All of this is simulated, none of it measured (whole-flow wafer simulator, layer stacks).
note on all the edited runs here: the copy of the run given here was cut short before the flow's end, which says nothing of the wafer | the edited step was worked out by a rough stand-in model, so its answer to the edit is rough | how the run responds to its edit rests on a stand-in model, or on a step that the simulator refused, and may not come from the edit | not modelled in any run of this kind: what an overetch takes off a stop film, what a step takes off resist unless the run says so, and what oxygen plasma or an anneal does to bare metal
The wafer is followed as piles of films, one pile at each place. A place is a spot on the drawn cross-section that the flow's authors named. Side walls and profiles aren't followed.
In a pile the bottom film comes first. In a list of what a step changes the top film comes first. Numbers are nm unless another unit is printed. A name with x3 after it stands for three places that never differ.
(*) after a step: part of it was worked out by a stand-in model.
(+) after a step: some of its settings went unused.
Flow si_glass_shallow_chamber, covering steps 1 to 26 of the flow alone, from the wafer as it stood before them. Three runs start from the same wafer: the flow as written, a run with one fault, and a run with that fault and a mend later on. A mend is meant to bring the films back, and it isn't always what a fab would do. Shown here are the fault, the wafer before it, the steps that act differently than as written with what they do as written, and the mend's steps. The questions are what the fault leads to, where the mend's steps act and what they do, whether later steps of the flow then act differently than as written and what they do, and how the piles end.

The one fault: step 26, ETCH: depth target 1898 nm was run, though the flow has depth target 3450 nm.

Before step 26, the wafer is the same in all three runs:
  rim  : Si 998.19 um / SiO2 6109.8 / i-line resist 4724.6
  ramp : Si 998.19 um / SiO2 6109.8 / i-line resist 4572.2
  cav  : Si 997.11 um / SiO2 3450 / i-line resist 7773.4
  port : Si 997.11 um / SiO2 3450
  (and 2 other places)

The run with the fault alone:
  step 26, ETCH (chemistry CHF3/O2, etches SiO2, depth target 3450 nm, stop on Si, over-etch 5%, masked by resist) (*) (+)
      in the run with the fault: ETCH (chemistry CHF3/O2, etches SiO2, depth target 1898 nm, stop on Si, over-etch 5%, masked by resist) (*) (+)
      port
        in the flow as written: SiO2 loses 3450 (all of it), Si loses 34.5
        in the run with the fault: SiO2 loses 1992.9
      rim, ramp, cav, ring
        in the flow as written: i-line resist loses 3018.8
        in the run with the fault: i-line resist loses 1660.8
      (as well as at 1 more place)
  None of the later steps of the flow acts differently than as written at any place that is followed.
  At rim, ramp, cav, port, septum, ring, the piles at the end differ from the flow's by more than 2% or 0.5 nm, whichever is larger.
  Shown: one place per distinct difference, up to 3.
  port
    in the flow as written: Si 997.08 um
    in the run with the fault: Si 997.11 um / SiO2 1457.1
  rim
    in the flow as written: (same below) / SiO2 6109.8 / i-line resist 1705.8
    in the run with the fault: (same below) / SiO2 6109.8 / i-line resist 3063.8
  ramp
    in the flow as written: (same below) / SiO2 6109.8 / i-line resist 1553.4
    in the run with the fault: (same below) / SiO2 6109.8 / i-line resist 2911.4

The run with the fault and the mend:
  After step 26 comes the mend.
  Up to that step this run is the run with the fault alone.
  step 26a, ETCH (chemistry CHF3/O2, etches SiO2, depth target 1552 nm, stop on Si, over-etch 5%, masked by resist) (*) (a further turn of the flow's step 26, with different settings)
      rim, ramp, cav, septum, ring
        i-line resist loses 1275
      port
        SiO2 loses 1457.1 (all of it), Si loses 34.5
  None of the later steps of the flow acts differently than as written at any place that is followed.
  At rim, ramp, septum, ring, the piles at the end differ from the flow's by more than 2% or 0.5 nm, whichever is larger.
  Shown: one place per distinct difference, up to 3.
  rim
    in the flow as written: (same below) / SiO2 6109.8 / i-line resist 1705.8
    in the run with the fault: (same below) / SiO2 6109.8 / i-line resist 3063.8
    in the run with the mend: (same below) / SiO2 6109.8 / i-line resist 1788.9
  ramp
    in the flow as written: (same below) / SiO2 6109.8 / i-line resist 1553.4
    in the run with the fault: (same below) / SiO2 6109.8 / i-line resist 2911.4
    in the run with the mend: (same below) / SiO2 6109.8 / i-line resist 1636.4
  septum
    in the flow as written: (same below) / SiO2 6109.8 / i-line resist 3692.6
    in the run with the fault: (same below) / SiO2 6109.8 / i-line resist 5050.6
    in the run with the mend: (same below) / SiO2 6109.8 / i-line resist 3775.6
